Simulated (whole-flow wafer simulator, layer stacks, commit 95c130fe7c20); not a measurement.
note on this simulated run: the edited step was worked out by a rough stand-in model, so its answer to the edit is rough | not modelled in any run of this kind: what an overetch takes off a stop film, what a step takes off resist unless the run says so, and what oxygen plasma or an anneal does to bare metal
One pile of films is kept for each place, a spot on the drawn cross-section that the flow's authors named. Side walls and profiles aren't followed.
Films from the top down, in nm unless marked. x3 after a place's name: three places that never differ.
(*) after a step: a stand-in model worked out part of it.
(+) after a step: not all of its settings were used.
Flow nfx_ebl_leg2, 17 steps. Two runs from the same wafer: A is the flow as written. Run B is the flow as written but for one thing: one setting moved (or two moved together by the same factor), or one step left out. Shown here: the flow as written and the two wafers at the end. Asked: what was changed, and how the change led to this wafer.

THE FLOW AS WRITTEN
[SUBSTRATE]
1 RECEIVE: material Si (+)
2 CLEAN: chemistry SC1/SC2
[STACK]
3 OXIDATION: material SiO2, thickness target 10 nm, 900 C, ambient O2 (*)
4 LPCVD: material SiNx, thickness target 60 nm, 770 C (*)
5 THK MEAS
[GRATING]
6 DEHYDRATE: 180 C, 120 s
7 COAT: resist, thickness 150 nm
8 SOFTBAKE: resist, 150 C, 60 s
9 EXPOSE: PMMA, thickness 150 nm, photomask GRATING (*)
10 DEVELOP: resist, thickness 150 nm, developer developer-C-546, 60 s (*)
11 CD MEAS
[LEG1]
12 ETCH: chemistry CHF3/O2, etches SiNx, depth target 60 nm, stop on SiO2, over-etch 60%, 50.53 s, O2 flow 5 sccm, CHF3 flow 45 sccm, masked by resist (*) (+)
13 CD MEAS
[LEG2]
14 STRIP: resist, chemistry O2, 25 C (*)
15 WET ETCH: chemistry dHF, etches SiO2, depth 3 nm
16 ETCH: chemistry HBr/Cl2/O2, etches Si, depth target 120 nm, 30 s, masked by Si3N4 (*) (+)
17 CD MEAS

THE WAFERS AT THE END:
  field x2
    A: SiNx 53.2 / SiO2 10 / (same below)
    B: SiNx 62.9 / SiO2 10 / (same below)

The cause: step 4, LPCVD: thickness target 69.7 nm was run, where the flow has thickness target 60 nm.

How the change led to this, step by step:
  4 LPCVD: material SiNx, thickness target 60 nm, 770 C (*)
      field x2, pad x2: A SiNx +60 (new film) | B SiNx +69.7 (new film)
  12 ETCH: chemistry CHF3/O2, etches SiNx, depth target 60 nm, stop on SiO2, over-etch 60%, 50.53 s, O2 flow 5 sccm, CHF3 flow 45 sccm, masked by resist (*) (+)
      pad x2: A SiNx -60 (all of it), SiO2 -10 (all of it) | B SiNx -69.7 (all of it), SiO2 -10 (all of it)
